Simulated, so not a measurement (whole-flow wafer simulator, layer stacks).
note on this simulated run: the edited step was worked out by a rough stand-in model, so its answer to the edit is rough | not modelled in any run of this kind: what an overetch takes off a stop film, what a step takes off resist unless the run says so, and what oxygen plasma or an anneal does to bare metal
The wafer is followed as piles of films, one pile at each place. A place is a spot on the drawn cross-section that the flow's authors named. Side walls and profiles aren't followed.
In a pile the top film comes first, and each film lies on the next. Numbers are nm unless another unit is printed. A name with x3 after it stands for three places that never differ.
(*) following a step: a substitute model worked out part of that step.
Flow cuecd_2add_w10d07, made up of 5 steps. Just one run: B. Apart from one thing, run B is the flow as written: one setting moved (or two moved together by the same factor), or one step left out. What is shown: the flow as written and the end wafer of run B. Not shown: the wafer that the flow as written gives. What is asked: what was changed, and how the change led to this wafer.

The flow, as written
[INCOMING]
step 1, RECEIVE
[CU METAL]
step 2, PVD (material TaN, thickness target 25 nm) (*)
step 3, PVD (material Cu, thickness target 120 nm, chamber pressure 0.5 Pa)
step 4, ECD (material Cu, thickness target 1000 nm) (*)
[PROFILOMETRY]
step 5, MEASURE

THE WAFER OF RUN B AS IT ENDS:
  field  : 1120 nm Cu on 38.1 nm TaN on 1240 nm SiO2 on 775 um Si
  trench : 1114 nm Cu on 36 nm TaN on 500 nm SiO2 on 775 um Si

Cause: step 2, PVD: thickness target 38.1 nm was run, whereas the flow has thickness target 25 nm.
The wafer itself shows it: field has TaN 38.1, and step 2 as written asks for 25 nm.

Step by step, how the change led to this:
  step 2, PVD (material TaN, thickness target 25 nm) (*)
      field: +38.1 TaN (new film) (in the flow as written it would be: +25 TaN (new film))
      trench: +36 TaN (new film) (in the flow as written it would be: +23.7 TaN (new film))
